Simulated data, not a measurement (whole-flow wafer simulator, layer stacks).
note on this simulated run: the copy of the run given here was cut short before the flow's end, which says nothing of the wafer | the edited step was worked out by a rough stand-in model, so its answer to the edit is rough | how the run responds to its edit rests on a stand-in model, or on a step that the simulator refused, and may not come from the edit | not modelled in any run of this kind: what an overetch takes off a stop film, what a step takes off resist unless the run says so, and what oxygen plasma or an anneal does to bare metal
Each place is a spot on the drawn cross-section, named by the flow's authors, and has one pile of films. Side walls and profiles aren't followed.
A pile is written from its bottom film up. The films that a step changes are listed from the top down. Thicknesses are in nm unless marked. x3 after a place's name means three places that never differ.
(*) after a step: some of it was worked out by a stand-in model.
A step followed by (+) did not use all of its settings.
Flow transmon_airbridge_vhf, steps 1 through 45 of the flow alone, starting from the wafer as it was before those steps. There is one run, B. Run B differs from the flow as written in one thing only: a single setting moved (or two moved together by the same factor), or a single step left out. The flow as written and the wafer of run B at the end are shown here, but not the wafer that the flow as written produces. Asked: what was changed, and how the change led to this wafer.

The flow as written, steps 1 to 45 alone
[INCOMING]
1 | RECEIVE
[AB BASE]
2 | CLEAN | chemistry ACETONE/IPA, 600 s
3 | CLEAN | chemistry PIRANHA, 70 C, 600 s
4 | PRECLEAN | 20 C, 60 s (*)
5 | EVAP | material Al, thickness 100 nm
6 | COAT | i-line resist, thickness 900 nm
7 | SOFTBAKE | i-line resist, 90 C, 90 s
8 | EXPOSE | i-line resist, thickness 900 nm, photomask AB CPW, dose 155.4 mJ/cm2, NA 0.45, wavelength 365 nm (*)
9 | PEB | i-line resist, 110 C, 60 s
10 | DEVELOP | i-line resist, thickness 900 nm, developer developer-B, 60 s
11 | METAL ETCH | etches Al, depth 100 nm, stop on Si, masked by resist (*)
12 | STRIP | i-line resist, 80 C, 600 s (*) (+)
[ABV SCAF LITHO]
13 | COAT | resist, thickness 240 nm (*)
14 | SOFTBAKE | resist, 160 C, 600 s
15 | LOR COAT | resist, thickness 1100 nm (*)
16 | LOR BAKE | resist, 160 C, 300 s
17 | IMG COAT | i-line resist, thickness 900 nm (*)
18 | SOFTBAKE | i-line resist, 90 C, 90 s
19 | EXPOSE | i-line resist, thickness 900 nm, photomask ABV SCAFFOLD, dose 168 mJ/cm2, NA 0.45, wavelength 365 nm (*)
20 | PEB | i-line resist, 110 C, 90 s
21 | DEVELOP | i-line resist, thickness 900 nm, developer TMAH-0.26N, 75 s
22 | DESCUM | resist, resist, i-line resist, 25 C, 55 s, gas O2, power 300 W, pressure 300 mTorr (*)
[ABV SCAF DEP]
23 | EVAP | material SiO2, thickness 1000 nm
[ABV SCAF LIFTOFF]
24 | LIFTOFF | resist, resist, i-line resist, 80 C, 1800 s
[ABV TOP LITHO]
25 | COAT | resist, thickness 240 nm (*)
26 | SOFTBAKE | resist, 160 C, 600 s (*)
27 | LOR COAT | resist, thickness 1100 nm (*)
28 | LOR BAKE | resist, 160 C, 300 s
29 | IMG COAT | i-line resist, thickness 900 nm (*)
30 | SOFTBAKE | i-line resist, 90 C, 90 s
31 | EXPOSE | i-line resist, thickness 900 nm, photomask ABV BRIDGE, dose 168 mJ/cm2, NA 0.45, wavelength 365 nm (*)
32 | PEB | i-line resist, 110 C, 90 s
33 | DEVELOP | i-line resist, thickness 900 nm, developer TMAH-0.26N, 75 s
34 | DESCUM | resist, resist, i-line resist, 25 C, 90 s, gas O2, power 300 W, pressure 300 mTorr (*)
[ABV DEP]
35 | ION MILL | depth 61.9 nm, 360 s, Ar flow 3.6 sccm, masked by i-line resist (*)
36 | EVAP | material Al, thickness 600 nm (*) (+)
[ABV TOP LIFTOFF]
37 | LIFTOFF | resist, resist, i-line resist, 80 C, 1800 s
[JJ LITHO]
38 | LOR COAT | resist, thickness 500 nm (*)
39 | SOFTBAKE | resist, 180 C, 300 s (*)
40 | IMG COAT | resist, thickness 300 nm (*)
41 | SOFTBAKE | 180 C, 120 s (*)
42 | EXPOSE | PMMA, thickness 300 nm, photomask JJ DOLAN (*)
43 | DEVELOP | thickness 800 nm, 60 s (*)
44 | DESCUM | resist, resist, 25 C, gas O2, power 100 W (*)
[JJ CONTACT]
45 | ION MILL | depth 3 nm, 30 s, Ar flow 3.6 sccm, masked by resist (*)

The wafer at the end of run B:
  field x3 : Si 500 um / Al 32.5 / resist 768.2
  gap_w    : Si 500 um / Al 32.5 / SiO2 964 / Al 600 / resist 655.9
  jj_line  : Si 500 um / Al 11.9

Cause: step 11, METAL ETCH: depth 67.5 nm was run, while the flow as written has depth 100 nm.

Step by step, how the change led to this:
  11 | METAL ETCH | etches Al, depth 100 nm, stop on Si, masked by resist (*)
      field x3, jj_line, gap_w, gap_e: -67.5 Al (in the flow as written it would be: -100 Al (all of it))
      ground_far, pad_w, flank_w and 8 more: -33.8 i-line resist (in the flow as written it would be: -50 i-line resist)
  13 | COAT | resist, thickness 240 nm (*)
      flank_w, flank_e: +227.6 resist (new film) (in the flow as written it would be: +222.3 resist (new film))
  22 | DESCUM | resist, resist, i-line resist, 25 C, 55 s, gas O2, power 300 W, pressure 300 mTorr (*)
      flank_w, flank_e: -227.6 resist (all of it) (in the flow as written it would be: -222.3 resist (all of it))
  25 | COAT | resist, thickness 240 nm (*)
      flank_w, flank_e: +155.9 resist (new film) (in the flow as written it would be: +152.6 resist (new film))
  34 | DESCUM | resist, resist, i-line resist, 25 C, 90 s, gas O2, power 300 W, pressure 300 mTorr (*)
      flank_w, flank_e: -155.9 resist (all of it) (in the flow as written it would be: -152.6 resist (all of it))
  40 | IMG COAT | resist, thickness 300 nm (*)
      flank_w, flank_e: +216.9 resist (in the flow as written it would be: +212.1 resist)
  45 | ION MILL | depth 3 nm, 30 s, Ar flow 3.6 sccm, masked by resist (*)
      jj_line: -20.6 Al (in the flow as written it would be: -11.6 Si)
If metal films that touch count as one body, field x3 has 1 body; the flow as written gives 0 bodies.
If metal films that touch count as one body, gap_w has 2 bodies (between them, from the top down: SiO2 964); the flow as written gives 1 body.
If metal films that touch count as one body, jj_line has 1 body; the flow as written gives 0 bodies.
